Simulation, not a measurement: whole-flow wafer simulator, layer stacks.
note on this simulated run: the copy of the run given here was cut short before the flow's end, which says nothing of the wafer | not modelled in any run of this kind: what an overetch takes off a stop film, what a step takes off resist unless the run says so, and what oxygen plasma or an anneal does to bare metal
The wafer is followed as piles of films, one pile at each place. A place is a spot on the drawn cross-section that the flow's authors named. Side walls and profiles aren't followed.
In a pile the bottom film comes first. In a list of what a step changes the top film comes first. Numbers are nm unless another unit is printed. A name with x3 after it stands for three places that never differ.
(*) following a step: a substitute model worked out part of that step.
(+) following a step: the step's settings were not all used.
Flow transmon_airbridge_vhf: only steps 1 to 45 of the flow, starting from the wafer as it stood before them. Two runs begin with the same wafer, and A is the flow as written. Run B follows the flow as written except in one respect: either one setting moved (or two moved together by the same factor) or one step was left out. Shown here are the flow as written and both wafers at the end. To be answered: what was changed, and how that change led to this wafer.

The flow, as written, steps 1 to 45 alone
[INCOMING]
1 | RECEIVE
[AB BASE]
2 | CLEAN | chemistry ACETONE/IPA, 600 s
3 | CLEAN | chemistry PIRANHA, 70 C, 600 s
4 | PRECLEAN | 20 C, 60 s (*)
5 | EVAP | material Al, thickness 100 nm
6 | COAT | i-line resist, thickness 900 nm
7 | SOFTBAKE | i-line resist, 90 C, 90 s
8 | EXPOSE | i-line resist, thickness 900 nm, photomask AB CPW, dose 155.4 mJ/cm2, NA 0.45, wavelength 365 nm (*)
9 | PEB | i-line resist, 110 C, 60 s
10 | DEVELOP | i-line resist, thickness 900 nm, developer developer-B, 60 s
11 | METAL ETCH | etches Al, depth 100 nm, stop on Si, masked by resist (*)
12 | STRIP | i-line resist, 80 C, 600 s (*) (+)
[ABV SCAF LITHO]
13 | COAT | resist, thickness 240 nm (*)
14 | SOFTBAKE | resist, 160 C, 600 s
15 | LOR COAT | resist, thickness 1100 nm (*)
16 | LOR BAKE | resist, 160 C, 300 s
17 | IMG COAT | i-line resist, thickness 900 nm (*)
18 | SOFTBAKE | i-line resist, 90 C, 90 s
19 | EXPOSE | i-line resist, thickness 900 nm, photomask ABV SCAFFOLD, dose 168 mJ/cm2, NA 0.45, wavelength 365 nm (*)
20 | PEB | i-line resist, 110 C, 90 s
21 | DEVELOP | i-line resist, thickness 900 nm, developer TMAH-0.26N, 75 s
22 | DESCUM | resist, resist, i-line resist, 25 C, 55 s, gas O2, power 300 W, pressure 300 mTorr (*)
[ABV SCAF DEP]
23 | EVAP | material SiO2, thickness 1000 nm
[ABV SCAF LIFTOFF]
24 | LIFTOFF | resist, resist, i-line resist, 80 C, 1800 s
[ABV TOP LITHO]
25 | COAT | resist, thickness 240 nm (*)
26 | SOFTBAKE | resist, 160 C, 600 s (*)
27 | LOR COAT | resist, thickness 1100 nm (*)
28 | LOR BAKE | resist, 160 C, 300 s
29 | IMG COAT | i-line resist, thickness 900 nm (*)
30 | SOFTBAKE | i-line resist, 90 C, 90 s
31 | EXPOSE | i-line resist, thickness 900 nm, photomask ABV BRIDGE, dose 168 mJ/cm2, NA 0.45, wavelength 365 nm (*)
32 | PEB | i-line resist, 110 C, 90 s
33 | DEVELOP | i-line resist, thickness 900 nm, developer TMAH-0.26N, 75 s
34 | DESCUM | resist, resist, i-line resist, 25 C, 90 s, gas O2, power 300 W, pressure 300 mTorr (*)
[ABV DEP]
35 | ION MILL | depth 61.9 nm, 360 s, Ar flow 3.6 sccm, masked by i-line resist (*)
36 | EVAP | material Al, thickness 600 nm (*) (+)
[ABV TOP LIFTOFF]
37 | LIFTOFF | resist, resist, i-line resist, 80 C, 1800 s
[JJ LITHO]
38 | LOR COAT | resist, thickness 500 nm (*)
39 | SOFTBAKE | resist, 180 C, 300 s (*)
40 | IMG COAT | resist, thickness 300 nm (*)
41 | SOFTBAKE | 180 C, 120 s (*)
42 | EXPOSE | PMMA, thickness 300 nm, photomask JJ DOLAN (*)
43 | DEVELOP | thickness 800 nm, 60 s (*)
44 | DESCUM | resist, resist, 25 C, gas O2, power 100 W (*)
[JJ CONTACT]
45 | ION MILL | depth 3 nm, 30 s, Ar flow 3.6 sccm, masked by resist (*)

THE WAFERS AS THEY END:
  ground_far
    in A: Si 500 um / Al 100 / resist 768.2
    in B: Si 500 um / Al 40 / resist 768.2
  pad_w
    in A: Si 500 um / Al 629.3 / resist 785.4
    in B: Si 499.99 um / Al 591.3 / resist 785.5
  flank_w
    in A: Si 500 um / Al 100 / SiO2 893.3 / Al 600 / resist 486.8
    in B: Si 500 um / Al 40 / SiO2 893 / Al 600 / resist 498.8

What caused this: step 5, EVAP: thickness 40 nm was run, while the flow as written has thickness 100 nm.
One can read it off the wafer: ground_far has Al 40, and step 5 as written asks for 100 nm.

The path from the change to this, step by step:
  5 | EVAP | material Al, thickness 100 nm
      field x3, jj_line, ground_far and 12 more: A Al gains 100 (new film) | B Al gains 40 (new film)
  11 | METAL ETCH | etches Al, depth 100 nm, stop on Si, masked by resist (*)
      ground_far, pad_w, flank_w and 8 more: A i-line resist loses 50 | B i-line resist loses 30
      field x3, jj_line, gap_w, gap_e: A Al loses 100 (all of it) | B Al loses 40 (all of it)
  12 | STRIP | i-line resist, 80 C, 600 s (*) (+)
      ground_far, pad_w, flank_w and 8 more: A i-line resist loses 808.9 (all of it) | B i-line resist loses 828.9 (all of it)
  13 | COAT | resist, thickness 240 nm (*)
      flank_w, flank_e: A resist gains 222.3 (new film) | B resist gains 232.2 (new film)
      gap_w, gap_e: A resist gains 251.7 (new film) | B resist gains 245.1 (new film)
  22 | DESCUM | resist, resist, i-line resist, 25 C, 55 s, gas O2, power 300 W, pressure 300 mTorr (*)
      flank_w, flank_e: A resist loses 222.3 (all of it) | B resist loses 232.2 (all of it)
      gap_w, gap_e: A resist loses 251.7 (all of it) | B resist loses 245.1 (all of it)
  25 | COAT | resist, thickness 240 nm (*)
      flank_w, flank_e: A resist gains 152.6 (new film) | B resist gains 160.2 (new film)
      gap_w, gap_e: A resist gains 210.7 (new film) | B resist gains 204.2 (new film)
  29 | IMG COAT | i-line resist, thickness 900 nm (*)
      gap_w, gap_e: A i-line resist gains 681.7 (new film) | B i-line resist gains 666 (new film)
  32 | PEB | i-line resist, 110 C, 90 s
      gap_w, gap_e: A i-line resist loses 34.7 | B i-line resist loses 33.9
  33 | DEVELOP | i-line resist, thickness 900 nm, developer TMAH-0.26N, 75 s
      gap_w, gap_e: A i-line resist loses 646.9 (all of it), resist loses 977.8 | B i-line resist loses 632 (all of it), resist loses 960.8
  34 | DESCUM | resist, resist, i-line resist, 25 C, 90 s, gas O2, power 300 W, pressure 300 mTorr (*)
      flank_w, flank_e: A resist loses 152.6 (all of it) | B resist loses 160.2 (all of it)
      gap_w, gap_e: A resist loses 210.7 (all of it) | B resist loses 204.2 (all of it)
  35 | ION MILL | depth 61.9 nm, 360 s, Ar flow 3.6 sccm, masked by i-line resist (*)
      pad_w, pad_e: A Al loses 61.9 | B Al loses 40 (all of it), Si loses 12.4
  36 | EVAP | material Al, thickness 600 nm (*) (+)
      pad_w, pad_e: A Al gains 591.2 | B Al gains 591.3 (new film)
  38 | LOR COAT | resist, thickness 500 nm (*)
      gap_w, gap_e: A resist gains 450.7 (new film) | B resist gains 440.2 (new film)
  40 | IMG COAT | resist, thickness 300 nm (*)
      flank_w, flank_e: A resist gains 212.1 | B resist gains 220.6
      gap_w, gap_e: A resist gains 245.7 | B resist gains 240.2
